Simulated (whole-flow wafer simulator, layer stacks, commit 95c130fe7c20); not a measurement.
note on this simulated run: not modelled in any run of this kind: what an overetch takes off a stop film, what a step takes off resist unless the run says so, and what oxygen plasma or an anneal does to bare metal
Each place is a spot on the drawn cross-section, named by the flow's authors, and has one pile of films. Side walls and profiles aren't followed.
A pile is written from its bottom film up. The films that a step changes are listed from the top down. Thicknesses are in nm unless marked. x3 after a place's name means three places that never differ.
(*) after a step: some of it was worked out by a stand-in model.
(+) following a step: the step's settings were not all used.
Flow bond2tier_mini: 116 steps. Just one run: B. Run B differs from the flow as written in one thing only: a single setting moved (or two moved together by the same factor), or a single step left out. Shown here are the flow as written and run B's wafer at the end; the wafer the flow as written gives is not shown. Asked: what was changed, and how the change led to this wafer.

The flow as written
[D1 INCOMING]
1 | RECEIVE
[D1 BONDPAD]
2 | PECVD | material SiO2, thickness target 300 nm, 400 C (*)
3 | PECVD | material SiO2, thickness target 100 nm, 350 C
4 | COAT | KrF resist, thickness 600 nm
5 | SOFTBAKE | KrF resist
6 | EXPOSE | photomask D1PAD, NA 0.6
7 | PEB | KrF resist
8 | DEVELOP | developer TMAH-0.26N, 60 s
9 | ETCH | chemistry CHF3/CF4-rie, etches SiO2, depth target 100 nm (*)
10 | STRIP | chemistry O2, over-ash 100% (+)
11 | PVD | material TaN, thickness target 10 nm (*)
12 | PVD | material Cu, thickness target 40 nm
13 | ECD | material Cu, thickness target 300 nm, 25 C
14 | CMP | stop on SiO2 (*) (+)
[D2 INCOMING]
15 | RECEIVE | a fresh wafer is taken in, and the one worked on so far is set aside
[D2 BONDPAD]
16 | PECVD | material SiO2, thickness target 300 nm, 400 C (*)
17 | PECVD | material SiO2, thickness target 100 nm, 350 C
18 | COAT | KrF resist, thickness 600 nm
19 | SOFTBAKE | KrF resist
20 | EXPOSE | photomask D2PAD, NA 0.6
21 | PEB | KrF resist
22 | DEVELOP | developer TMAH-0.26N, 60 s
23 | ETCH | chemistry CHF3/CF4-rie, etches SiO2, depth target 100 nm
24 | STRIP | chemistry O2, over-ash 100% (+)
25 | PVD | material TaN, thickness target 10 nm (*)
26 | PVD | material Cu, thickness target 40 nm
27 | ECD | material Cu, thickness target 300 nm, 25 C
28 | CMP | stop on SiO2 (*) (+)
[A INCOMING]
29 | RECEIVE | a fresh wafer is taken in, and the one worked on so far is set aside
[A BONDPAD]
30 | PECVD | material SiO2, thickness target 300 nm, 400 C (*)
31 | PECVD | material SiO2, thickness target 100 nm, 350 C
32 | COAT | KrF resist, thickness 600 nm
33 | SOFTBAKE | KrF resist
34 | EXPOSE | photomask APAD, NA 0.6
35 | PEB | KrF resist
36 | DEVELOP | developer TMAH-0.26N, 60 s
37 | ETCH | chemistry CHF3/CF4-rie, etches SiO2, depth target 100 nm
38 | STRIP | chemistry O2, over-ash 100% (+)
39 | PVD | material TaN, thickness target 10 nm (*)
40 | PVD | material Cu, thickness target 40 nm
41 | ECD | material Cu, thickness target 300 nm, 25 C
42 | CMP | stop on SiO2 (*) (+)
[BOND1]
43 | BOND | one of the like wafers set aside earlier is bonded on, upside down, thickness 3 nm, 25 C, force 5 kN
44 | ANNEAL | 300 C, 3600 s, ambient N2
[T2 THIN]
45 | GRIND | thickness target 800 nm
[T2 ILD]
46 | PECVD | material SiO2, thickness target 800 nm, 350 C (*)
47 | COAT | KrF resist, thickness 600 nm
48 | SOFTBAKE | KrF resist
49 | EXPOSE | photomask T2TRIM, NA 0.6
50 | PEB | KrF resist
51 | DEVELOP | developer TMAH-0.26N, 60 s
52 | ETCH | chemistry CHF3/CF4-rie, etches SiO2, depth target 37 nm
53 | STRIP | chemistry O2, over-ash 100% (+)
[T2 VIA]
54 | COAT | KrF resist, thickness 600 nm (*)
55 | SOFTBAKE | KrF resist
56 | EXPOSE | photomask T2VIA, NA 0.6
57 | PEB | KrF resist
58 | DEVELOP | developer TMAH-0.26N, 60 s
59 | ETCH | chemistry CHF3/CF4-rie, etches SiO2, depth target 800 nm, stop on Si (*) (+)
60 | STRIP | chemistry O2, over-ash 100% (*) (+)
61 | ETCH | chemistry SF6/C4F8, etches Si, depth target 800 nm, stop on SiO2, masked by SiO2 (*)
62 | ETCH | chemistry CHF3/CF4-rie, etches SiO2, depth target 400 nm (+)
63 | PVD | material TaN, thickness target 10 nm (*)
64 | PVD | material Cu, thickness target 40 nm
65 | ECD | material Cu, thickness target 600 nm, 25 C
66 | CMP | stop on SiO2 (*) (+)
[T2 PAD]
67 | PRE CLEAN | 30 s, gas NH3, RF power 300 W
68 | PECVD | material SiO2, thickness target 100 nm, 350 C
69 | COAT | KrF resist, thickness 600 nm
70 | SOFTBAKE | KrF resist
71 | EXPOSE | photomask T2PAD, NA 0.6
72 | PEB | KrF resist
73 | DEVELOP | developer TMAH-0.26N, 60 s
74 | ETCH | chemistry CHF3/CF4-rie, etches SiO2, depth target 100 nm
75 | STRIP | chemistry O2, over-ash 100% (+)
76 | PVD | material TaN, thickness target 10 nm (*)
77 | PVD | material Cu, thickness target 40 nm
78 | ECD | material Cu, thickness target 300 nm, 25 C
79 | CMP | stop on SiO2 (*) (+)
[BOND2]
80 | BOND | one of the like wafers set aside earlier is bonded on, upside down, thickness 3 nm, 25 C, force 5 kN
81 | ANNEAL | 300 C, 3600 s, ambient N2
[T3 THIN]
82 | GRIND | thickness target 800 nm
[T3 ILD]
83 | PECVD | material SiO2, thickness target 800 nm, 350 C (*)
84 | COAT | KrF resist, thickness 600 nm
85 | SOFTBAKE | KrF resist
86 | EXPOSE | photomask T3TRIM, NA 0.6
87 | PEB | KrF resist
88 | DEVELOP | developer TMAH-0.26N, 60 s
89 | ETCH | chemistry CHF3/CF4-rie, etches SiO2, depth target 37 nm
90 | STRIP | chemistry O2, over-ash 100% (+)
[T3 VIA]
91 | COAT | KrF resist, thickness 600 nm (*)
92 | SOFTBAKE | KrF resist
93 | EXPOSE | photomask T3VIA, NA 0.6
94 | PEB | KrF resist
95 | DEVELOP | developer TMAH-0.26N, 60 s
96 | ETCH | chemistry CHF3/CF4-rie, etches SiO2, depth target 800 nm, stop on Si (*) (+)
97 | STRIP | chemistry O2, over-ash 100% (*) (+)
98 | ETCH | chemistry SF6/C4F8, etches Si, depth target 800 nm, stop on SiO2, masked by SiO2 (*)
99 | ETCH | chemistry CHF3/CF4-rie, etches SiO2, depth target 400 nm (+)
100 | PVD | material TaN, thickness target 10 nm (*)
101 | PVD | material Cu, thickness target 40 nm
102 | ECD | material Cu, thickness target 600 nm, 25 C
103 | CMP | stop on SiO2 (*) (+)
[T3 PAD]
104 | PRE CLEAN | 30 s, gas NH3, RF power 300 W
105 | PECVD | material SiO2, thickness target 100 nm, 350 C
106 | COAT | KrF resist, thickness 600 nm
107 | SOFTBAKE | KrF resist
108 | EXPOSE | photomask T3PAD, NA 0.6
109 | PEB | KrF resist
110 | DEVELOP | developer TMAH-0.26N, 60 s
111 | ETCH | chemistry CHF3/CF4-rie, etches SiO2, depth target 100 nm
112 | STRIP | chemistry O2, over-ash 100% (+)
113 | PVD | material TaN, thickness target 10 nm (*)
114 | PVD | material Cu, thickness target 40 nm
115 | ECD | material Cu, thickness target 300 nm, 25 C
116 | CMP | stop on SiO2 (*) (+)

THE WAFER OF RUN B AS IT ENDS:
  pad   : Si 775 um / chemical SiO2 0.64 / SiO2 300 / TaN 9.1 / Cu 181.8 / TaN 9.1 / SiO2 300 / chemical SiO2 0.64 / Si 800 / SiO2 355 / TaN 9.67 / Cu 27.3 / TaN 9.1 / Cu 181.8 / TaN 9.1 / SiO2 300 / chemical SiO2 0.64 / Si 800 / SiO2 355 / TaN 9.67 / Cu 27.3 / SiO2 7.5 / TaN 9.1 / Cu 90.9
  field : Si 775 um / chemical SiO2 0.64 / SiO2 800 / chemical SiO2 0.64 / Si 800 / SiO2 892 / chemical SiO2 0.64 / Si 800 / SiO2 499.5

The reason: step 105, PECVD: thickness target 107.5 nm was run, though the flow has thickness target 100 nm.

How this came from the change, step by step:
  105 | PECVD | material SiO2, thickness target 100 nm, 350 C
      field: +107.5 SiO2 (as written it would have been: +100 SiO2)
      pad: +107.5 SiO2 (new film) (as written it would have been: +100 SiO2 (new film))
  111 | ETCH | chemistry CHF3/CF4-rie, etches SiO2, depth target 100 nm
      pad: -100 SiO2 (as written it would have been: -100 SiO2 (all of it))
With metal films that touch counted as one body, pad has 4 bodies (between them, from the top down: SiO2 7.5; SiO2 355 / Si 800 / chemical SiO2 0.64 / SiO2 300; SiO2 355 / Si 800 / chemical SiO2 0.64 / SiO2 300); the flow as written gives 3 bodies (between them, from the top down: SiO2 355 / Si 800 / chemical SiO2 0.64 / SiO2 300; SiO2 355 / Si 800 / chemical SiO2 0.64 / SiO2 300).
